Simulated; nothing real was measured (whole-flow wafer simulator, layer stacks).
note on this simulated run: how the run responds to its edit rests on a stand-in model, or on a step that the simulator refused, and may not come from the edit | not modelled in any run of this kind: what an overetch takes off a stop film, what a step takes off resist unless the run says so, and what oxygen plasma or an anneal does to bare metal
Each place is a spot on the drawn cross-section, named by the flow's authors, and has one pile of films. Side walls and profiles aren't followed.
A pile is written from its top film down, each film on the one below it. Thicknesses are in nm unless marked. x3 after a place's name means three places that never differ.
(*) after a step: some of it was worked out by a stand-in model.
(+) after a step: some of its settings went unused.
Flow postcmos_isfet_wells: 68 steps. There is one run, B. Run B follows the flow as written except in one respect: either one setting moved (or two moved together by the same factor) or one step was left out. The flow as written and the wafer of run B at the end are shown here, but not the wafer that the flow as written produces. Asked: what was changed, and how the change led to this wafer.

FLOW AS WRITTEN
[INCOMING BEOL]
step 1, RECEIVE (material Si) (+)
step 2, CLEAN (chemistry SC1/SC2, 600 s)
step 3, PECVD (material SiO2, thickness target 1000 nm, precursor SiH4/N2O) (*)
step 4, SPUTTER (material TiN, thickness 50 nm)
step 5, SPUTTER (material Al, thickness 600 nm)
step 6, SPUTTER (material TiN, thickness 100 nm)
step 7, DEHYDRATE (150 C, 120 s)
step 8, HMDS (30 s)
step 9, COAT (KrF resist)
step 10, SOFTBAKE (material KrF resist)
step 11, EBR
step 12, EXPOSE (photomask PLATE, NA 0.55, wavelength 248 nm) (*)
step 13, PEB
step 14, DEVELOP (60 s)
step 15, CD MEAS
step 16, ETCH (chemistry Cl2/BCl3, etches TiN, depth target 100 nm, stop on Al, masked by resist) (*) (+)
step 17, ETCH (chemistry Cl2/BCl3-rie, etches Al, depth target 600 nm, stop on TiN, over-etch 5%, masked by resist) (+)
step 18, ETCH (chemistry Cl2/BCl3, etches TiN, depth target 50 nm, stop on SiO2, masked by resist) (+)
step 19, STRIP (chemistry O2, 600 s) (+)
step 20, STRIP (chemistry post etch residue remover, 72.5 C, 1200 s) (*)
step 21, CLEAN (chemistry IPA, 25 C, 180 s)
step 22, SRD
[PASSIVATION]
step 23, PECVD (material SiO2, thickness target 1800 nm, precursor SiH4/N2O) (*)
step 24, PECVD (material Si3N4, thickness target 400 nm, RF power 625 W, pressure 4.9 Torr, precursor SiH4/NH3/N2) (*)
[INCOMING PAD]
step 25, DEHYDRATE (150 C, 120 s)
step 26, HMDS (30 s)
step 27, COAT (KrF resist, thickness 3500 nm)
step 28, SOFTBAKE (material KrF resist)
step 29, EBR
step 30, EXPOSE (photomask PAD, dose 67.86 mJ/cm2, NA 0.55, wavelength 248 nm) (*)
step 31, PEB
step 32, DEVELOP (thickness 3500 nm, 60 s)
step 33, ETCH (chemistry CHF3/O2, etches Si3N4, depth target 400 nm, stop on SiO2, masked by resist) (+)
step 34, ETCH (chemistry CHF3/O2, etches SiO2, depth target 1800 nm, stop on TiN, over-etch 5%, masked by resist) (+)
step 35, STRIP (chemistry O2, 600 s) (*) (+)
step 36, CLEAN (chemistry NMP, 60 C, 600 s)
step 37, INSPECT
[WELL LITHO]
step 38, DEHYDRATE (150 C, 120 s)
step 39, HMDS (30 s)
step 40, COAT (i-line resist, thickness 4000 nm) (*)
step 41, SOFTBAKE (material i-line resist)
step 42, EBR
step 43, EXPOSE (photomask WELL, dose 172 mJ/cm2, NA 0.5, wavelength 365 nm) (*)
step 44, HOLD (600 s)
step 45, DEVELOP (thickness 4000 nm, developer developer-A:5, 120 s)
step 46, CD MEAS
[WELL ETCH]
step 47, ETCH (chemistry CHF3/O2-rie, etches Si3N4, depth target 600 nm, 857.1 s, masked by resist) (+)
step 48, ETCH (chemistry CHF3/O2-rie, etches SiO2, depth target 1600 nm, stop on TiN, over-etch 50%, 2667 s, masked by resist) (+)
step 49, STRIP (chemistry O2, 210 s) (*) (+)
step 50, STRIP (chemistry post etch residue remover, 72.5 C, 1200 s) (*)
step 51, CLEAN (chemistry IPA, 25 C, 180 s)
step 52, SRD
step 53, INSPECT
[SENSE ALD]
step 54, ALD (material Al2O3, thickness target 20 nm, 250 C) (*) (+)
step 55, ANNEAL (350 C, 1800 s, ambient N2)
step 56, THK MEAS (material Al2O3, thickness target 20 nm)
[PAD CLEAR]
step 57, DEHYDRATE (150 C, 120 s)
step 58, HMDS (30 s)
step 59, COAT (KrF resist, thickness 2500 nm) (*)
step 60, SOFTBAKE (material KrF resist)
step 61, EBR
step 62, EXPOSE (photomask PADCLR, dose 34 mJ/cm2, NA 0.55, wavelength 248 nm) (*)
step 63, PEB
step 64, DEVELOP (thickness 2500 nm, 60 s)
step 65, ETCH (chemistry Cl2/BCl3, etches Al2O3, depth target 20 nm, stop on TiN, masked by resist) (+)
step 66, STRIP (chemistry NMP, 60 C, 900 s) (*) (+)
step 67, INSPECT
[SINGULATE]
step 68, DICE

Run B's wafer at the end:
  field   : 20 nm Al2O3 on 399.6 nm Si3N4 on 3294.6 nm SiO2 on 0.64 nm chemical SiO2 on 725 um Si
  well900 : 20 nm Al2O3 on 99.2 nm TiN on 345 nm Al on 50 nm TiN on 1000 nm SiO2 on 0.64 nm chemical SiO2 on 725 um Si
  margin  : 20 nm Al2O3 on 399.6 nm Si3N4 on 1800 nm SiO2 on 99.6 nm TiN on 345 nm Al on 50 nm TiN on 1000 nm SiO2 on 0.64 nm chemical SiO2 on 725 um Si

Cause: step 5, SPUTTER: thickness 345 nm was run, whereas the flow has thickness 600 nm.
One can read it off the wafer: well900 has Al 345, and step 5 as written asks for 600 nm.

How this came from the change, step by step:
  step 5, SPUTTER (material Al, thickness 600 nm)
      field, margin, well900, well1300 x3, pad_rim, pad_clr, pad_open: +345 Al (new film) (in the flow as written it would be: +600 Al (new film))
  step 17, ETCH (chemistry Cl2/BCl3-rie, etches Al, depth target 600 nm, stop on TiN, over-etch 5%, masked by resist) (+)
      margin, well900, well1300 x3, pad_rim, pad_clr, pad_open: -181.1 KrF resist (in the flow as written it would be: -300 KrF resist)
      field: -345 Al (all of it) (in the flow as written it would be: -600 Al (all of it))
  step 19, STRIP (chemistry O2, 600 s) (+)
      margin, well900, well1300 x3, pad_rim, pad_clr, pad_open: -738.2 KrF resist (all of it) (in the flow as written it would be: -619.4 KrF resist (all of it))
  step 23, PECVD (material SiO2, thickness target 1800 nm, precursor SiH4/N2O) (*)
      field: +2294.6 SiO2 (in the flow as written it would be: +1800 SiO2 (new film), +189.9 void (new film), +559.7 SiO2)
